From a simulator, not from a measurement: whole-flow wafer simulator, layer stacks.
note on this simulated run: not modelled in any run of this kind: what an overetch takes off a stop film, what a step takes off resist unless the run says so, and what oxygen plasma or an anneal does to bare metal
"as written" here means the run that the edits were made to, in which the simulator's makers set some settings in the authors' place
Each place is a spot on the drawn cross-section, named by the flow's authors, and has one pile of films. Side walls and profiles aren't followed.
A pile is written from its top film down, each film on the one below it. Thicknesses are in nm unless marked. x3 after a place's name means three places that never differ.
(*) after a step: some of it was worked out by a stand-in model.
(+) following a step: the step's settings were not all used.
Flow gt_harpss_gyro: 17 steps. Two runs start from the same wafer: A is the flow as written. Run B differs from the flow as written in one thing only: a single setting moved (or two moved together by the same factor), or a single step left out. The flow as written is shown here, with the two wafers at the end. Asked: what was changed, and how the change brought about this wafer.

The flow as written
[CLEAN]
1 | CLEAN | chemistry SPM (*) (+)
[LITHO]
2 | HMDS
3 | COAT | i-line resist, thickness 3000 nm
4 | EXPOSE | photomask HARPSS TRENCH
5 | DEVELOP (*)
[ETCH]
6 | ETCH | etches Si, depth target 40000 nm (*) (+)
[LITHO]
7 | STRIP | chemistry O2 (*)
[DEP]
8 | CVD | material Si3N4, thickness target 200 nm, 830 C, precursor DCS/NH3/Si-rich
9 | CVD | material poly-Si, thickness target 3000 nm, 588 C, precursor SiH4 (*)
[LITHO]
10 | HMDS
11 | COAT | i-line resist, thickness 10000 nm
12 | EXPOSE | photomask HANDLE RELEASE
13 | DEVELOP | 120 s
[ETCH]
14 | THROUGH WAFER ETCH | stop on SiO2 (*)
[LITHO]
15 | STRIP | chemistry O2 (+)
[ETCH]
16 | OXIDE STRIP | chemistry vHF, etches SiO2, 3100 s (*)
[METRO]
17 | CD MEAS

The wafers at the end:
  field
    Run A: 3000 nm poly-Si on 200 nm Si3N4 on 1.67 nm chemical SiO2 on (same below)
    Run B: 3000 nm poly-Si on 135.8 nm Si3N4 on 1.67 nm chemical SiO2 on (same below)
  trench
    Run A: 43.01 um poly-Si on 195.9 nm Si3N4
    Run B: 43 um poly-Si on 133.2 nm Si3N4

Cause: step 8, CVD: thickness target 135.8 nm was run, while the flow as written has thickness target 200 nm.
The wafer lets one read it off: field has Si3N4 135.8, and step 8 as written asks for 200 nm.

The path from the change to this, step by step:
  8 | CVD | material Si3N4, thickness target 200 nm, 830 C, precursor DCS/NH3/Si-rich
      field: A Si3N4 gains 200 (new film) | B Si3N4 gains 135.8 (new film)
      trench: A Si3N4 gains 195.9 (new film) | B Si3N4 gains 133.2 (new film)
  9 | CVD | material poly-Si, thickness target 3000 nm, 588 C, precursor SiH4 (*)
      trench: A poly-Si gains 43.01 um (new film) | B poly-Si gains 43 um (new film)
